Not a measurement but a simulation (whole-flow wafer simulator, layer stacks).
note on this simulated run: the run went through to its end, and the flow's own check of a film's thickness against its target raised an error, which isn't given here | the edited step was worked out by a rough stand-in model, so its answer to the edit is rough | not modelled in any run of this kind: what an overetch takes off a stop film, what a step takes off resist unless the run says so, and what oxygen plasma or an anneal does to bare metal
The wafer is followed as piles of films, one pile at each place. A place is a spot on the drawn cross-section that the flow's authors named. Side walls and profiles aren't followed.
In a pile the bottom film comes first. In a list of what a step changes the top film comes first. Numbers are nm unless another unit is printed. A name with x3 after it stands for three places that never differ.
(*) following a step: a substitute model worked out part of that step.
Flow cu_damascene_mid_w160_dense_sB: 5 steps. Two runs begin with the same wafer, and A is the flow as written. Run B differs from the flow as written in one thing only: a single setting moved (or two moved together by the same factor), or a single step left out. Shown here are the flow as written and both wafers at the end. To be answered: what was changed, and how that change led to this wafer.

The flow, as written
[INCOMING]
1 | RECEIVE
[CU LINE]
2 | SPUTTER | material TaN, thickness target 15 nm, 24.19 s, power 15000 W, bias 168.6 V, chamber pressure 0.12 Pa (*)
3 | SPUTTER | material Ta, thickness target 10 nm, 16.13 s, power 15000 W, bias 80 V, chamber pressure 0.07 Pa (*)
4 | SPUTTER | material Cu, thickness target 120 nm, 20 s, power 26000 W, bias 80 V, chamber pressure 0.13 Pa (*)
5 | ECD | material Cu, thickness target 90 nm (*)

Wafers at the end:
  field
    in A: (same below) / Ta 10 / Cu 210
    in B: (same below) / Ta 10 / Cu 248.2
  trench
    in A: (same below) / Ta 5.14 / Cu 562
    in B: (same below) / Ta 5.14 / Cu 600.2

What caused this: step 5, ECD: thickness target 128.2 nm was run, whereas the flow has thickness target 90 nm.

The path from the change to this, step by step:
  5 | ECD | material Cu, thickness target 90 nm (*)
      field: A +90 Cu | B +128.2 Cu
      trench: A +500 Cu | B +538.2 Cu
